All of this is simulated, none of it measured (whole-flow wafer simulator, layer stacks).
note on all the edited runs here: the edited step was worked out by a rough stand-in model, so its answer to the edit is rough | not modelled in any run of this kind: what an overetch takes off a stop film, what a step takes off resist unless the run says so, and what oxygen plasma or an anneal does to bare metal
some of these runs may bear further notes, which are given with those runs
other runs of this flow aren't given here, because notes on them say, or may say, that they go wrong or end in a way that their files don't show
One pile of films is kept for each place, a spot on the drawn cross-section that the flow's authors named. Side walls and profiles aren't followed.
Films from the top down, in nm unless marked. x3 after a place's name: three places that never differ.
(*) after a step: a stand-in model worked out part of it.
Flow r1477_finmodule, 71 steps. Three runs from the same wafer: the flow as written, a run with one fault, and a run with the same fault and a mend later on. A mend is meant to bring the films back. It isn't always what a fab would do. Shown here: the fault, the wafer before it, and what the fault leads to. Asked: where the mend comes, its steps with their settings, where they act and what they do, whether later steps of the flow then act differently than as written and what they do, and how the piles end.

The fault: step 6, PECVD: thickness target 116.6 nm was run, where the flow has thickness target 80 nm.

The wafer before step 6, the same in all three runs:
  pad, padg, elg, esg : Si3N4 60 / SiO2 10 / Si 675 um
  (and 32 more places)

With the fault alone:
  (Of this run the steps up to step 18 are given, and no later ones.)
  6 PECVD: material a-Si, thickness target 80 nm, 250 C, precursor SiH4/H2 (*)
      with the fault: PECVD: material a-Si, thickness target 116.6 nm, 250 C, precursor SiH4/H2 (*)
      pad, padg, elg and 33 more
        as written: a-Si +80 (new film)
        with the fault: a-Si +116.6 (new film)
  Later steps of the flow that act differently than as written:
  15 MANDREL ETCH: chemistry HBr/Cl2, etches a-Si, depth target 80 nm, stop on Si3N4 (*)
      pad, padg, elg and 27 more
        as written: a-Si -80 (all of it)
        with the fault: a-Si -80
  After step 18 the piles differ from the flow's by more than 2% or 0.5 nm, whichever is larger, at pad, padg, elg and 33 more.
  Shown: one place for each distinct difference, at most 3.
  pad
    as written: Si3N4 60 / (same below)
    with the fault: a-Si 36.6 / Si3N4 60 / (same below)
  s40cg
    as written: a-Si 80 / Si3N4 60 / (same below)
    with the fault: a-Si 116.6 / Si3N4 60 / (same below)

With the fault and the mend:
  The mend comes after step 7.
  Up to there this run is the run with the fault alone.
  7a ETCH: chemistry tmah, depth target 36.6 nm
      pad, padg, elg and 33 more
        a-Si -36.6
  No later step of the flow acts differently than as written at any place that is followed.
  At the end the piles are the same as the flow's at every place that both follow.
